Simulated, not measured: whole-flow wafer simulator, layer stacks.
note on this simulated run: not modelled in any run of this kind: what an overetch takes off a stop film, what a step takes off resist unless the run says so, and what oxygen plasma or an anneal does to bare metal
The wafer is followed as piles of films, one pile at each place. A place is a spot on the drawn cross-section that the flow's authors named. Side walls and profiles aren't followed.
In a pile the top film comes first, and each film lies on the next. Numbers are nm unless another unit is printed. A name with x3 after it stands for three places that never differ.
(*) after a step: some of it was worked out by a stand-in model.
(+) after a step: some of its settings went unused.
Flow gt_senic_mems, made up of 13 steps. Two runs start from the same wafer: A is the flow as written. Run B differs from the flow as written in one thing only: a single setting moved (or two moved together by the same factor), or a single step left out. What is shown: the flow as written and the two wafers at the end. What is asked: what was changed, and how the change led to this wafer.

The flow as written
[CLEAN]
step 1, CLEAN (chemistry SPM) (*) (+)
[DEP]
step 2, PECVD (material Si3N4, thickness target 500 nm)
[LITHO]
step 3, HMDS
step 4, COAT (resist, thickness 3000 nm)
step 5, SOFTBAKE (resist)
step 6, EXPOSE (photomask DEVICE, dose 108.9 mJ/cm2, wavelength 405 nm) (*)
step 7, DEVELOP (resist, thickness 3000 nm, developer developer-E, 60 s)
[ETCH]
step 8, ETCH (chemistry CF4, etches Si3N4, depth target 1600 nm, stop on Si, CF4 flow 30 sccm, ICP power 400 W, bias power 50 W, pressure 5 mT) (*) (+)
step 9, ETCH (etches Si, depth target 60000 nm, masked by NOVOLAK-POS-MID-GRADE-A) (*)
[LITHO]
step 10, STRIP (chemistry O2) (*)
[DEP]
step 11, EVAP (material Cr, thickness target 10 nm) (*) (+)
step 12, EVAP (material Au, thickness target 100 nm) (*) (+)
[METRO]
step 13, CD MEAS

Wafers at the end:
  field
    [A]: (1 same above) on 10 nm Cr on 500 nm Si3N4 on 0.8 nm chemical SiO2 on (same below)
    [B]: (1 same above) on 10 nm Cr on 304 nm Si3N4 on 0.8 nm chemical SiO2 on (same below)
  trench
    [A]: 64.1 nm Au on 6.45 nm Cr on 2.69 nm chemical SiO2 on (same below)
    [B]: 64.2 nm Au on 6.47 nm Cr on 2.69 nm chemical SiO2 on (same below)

The reason: step 2, PECVD: thickness target 304 nm was run, while the flow as written has thickness target 500 nm.
The wafer lets one read it off: field has Si3N4 304, and step 2 as written asks for 500 nm.

How this came from the change, step by step:
  step 2, PECVD (material Si3N4, thickness target 500 nm)
      field, trench: A +500 Si3N4 (new film) | B +304 Si3N4 (new film)
  step 8, ETCH (chemistry CF4, etches Si3N4, depth target 1600 nm, stop on Si, CF4 flow 30 sccm, ICP power 400 W, bias power 50 W, pressure 5 mT) (*) (+)
      field: A -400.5 resist | B -269.9 resist
      trench: A -500 Si3N4 (all of it), -0.8 chemical SiO2 (all of it) | B -304 Si3N4 (all of it), -0.8 chemical SiO2 (all of it)
  step 10, STRIP (chemistry O2) (*)
      field: A -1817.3 resist (all of it) | B -1948 resist (all of it)
